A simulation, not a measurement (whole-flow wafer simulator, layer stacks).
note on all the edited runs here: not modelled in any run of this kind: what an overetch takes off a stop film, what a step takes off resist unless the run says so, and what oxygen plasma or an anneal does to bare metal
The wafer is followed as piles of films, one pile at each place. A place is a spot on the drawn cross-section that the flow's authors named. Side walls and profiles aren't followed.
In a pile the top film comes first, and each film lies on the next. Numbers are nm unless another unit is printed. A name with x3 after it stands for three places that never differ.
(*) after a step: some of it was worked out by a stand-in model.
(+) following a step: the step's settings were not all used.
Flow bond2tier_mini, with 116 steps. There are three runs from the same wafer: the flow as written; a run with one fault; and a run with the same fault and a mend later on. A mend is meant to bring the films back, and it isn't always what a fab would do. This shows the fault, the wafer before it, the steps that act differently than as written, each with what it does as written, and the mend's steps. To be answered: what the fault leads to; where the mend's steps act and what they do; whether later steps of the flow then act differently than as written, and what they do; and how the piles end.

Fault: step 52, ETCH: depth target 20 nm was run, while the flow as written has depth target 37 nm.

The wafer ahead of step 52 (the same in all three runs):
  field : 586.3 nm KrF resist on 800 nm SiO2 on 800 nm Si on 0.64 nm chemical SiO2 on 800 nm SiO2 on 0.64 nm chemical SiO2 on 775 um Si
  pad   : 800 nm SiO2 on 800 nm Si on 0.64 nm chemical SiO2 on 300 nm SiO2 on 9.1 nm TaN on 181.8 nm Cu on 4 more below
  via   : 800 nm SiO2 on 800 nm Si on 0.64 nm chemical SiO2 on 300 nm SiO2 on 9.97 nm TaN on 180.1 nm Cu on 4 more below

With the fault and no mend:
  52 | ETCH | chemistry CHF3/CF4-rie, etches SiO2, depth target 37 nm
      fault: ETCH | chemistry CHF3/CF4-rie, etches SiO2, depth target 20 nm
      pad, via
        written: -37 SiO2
        fault: -20 SiO2
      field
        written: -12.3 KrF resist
        fault: -6.67 KrF resist
  Steps later in the flow that act otherwise than as written (not shown: 5 more steps that differ only slightly, by at most 2% or 0.5 nm, whichever is larger):
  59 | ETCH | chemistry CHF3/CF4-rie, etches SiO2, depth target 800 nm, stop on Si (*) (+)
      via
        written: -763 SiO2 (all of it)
        fault: -780 SiO2 (all of it)
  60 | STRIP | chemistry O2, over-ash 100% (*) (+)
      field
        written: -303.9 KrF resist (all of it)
        fault: -311.1 KrF resist (all of it)
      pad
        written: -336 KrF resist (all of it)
        fault: -328.4 KrF resist (all of it)
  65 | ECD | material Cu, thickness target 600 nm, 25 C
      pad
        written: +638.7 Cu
        fault: +620.9 Cu
  The piles end different from the flow's at pad by more than 2% or 0.5 nm, whichever is larger.
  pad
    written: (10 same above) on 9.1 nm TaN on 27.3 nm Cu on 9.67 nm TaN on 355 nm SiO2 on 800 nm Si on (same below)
    fault: (10 same above) on 9.1 nm TaN on 10.2 nm Cu on 9.82 nm TaN on 372 nm SiO2 on 800 nm Si on (same below)

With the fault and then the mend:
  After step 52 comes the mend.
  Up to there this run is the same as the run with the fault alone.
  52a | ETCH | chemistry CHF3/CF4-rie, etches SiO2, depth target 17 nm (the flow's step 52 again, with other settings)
      pad, via
        -17 SiO2
      field
        -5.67 KrF resist
  Later steps of the flow that are run all act as written at every place that is followed.
  By the end, the piles equal the flow's at every place that both follow.
